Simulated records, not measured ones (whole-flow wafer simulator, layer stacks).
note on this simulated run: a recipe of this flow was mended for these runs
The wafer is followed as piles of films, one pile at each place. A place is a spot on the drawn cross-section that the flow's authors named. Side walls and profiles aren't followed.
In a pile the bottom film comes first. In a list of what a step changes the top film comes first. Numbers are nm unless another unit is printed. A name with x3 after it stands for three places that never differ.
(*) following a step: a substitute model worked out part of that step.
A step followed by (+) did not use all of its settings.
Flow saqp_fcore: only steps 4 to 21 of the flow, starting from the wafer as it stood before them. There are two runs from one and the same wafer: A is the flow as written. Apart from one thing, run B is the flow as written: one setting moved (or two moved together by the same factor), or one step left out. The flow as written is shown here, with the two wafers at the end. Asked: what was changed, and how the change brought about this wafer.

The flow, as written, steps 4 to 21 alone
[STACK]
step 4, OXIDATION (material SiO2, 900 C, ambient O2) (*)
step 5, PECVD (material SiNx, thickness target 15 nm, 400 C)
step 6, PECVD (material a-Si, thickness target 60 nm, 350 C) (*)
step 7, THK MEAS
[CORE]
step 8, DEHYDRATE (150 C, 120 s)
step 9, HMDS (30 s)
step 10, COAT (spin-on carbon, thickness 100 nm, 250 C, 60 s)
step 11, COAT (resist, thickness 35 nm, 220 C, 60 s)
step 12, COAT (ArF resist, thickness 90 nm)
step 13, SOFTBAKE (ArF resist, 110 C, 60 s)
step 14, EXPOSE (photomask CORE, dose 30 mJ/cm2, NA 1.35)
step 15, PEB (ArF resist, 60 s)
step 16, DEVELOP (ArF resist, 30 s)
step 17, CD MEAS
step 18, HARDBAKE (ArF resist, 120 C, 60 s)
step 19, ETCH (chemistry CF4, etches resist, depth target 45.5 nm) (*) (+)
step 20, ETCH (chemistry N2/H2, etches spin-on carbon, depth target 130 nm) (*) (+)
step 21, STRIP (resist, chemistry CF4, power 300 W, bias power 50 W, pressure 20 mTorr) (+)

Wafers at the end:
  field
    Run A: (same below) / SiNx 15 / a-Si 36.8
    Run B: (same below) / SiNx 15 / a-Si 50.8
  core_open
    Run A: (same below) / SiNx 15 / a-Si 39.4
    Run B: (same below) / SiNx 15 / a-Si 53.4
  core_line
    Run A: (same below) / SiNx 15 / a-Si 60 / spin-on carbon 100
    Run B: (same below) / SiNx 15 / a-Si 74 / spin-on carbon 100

The reason: step 6, PECVD: thickness target 74 nm was run, whereas the flow has thickness target 60 nm.
The wafer lets one read it off: core_line has a-Si 74, and step 6 as written asks for 60 nm.

The path from the change to this, step by step:
  step 6, PECVD (material a-Si, thickness target 60 nm, 350 C) (*)
      field, core_open, core_line: A a-Si gains 60 (new film) | B a-Si gains 74 (new film)
